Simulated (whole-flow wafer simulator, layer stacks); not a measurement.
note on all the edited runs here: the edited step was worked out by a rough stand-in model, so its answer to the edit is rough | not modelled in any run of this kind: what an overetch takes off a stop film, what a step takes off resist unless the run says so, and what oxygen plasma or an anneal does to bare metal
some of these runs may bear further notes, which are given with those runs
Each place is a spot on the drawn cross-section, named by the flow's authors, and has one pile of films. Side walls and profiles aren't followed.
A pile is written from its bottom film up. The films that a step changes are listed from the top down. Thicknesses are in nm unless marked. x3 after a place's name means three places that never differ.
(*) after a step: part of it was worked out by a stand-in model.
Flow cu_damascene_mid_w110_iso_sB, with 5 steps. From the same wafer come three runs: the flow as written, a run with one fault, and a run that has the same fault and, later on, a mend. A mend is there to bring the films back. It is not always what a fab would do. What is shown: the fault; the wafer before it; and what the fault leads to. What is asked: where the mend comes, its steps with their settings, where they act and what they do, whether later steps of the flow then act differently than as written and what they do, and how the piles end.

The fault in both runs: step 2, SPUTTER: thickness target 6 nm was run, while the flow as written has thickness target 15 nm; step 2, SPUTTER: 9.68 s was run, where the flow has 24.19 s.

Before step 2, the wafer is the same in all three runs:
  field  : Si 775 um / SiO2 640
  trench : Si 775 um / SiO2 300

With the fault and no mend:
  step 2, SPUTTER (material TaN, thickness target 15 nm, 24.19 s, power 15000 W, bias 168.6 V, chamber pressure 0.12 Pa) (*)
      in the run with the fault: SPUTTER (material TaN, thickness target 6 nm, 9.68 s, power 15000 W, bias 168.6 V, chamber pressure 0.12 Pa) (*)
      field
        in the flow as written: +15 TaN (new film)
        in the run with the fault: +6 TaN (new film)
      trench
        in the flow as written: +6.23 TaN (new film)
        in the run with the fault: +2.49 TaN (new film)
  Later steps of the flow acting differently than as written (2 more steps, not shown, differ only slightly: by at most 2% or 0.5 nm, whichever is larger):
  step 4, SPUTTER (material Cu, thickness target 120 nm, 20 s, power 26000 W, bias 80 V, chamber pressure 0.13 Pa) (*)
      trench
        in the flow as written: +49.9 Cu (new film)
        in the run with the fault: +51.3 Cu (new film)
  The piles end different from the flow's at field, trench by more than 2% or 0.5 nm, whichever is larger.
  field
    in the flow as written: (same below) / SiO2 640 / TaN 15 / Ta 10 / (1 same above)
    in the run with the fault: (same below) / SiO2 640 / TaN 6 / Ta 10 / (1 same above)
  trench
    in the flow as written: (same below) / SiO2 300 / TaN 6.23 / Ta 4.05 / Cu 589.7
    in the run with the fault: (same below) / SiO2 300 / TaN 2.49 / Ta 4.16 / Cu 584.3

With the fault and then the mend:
  After step 2 comes the mend.
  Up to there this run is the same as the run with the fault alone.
  step 2a, SPUTTER (material TaN, thickness target 9 nm, 14.51 s, power 15000 W, bias 168.6 V, chamber pressure 0.12 Pa) (*) (a further turn of the flow's step 2, with different settings)
      field
        +9 TaN
      trench
        +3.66 TaN
  None of the later steps of the flow differs from how it acts as written, at any place that is followed, by more than 2% or 0.5 nm, whichever is larger.
  When the end is reached, the piles differ only a little from the flow's at the places that both follow, at most by 2% or 0.5 nm, whichever is larger.
